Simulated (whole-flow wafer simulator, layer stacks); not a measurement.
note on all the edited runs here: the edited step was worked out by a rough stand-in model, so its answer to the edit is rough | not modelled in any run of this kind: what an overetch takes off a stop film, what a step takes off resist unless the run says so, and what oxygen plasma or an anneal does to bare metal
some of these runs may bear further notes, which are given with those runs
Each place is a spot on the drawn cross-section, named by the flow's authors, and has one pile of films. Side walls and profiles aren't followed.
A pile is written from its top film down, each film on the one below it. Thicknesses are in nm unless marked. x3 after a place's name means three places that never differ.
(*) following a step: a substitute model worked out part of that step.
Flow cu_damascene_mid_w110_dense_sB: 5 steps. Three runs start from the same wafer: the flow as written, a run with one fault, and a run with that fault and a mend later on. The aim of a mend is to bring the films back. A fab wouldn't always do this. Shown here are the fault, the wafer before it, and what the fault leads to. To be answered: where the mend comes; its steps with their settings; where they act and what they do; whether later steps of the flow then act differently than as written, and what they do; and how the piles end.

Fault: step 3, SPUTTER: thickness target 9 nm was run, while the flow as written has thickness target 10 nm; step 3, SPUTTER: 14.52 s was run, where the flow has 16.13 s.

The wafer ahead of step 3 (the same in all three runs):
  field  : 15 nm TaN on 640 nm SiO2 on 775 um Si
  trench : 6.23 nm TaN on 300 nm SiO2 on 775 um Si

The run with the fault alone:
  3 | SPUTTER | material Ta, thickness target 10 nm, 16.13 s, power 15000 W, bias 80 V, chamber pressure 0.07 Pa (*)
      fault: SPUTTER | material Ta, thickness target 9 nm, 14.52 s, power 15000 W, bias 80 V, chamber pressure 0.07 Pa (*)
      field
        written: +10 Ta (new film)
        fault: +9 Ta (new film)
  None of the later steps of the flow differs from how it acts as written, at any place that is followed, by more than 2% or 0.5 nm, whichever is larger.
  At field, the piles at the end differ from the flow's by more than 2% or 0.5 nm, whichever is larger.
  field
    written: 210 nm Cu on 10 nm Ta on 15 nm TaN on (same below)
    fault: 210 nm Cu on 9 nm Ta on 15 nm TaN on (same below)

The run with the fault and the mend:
  The mend follows step 3.
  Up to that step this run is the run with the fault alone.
  3a | SPUTTER | material Ta, thickness target 1 nm, 1.613 s, power 15000 W, bias 80 V, chamber pressure 0.07 Pa (*) (the flow's step 3, run once more with other settings)
      field
        +1 Ta
      trench
        +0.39 Ta
  None of the later steps of the flow acts differently than as written at any place that is followed.
  The piles end only slightly different from the flow's at the places that both follow, by no more than 2% or 0.5 nm, whichever is larger.
